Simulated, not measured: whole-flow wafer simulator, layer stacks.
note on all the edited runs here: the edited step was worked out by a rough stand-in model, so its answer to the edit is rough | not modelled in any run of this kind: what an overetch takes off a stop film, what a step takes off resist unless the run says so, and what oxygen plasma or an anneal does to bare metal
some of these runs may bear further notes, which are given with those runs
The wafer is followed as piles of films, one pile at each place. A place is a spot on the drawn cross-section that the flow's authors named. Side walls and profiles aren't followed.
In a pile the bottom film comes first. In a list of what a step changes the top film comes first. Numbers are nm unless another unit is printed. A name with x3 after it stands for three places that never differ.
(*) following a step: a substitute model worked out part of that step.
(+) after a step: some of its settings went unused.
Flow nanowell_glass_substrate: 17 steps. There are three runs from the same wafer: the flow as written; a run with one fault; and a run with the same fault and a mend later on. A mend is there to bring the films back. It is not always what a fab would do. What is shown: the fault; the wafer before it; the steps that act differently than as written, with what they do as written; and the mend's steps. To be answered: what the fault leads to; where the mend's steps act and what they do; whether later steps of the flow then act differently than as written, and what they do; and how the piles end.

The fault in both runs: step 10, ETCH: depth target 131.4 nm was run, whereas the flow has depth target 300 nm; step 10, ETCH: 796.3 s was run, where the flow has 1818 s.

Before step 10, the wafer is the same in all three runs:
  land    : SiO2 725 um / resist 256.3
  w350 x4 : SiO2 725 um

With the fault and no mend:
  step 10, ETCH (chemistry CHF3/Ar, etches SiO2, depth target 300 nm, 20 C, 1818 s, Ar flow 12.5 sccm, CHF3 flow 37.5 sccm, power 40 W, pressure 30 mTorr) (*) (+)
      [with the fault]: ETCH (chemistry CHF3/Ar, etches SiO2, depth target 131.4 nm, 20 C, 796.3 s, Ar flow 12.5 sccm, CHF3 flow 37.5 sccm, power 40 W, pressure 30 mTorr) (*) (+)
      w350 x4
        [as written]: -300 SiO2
        [with the fault]: -131.4 SiO2
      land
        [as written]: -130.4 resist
        [with the fault]: -57.1 resist
  Steps further on in the flow that do not act as written:
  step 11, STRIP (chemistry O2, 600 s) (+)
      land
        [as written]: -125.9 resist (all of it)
        [with the fault]: -199.2 resist (all of it)
  When the end is reached, the piles differ only a little from the flow's at the places that both follow, at most by 2% or 0.5 nm, whichever is larger.

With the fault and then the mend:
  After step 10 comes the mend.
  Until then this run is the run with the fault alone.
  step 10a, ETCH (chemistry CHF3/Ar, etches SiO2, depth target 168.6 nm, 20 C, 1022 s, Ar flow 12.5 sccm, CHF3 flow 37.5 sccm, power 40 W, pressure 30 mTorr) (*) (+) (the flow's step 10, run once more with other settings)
      w350 x4
        -168.6 SiO2
      land
        -73.3 resist
  None of the later steps of the flow acts differently than as written at any place that is followed.
  By the end, the piles equal the flow's at every place that both follow.
